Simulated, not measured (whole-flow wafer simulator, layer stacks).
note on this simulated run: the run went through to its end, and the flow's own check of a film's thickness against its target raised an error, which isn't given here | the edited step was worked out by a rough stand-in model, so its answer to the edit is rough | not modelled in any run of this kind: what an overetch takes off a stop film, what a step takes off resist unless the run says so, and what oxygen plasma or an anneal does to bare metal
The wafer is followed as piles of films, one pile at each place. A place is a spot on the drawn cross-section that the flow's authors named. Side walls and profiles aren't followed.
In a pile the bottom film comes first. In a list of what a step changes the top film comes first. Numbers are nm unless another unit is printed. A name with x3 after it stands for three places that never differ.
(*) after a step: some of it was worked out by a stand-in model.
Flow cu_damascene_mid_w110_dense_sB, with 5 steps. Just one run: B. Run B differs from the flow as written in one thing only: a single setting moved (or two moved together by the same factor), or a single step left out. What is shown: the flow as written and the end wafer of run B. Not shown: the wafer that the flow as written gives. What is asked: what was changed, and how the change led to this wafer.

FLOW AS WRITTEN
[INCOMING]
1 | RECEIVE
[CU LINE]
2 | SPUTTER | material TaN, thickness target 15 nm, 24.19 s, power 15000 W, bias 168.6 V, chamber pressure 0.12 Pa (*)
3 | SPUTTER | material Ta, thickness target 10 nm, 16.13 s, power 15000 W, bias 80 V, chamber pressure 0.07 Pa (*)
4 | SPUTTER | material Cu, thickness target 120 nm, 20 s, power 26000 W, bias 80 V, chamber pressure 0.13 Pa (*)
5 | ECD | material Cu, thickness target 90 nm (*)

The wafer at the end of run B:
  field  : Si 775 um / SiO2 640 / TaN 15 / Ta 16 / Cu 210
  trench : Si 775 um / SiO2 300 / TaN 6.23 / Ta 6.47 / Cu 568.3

What caused this: step 3, SPUTTER: thickness target 16 nm was run, though the flow has thickness target 10 nm; step 3, SPUTTER: 25.81 s was run, where the flow has 16.13 s.
One can read it off the wafer: field has Ta 16, and step 3 as written asks for 10 nm.

The path from the change to this, step by step:
  3 | SPUTTER | material Ta, thickness target 10 nm, 16.13 s, power 15000 W, bias 80 V, chamber pressure 0.07 Pa (*)
      field: +16 Ta (new film) (as written it would have been: +10 Ta (new film))
      trench: +6.47 Ta (new film) (as written it would have been: +4.05 Ta (new film))
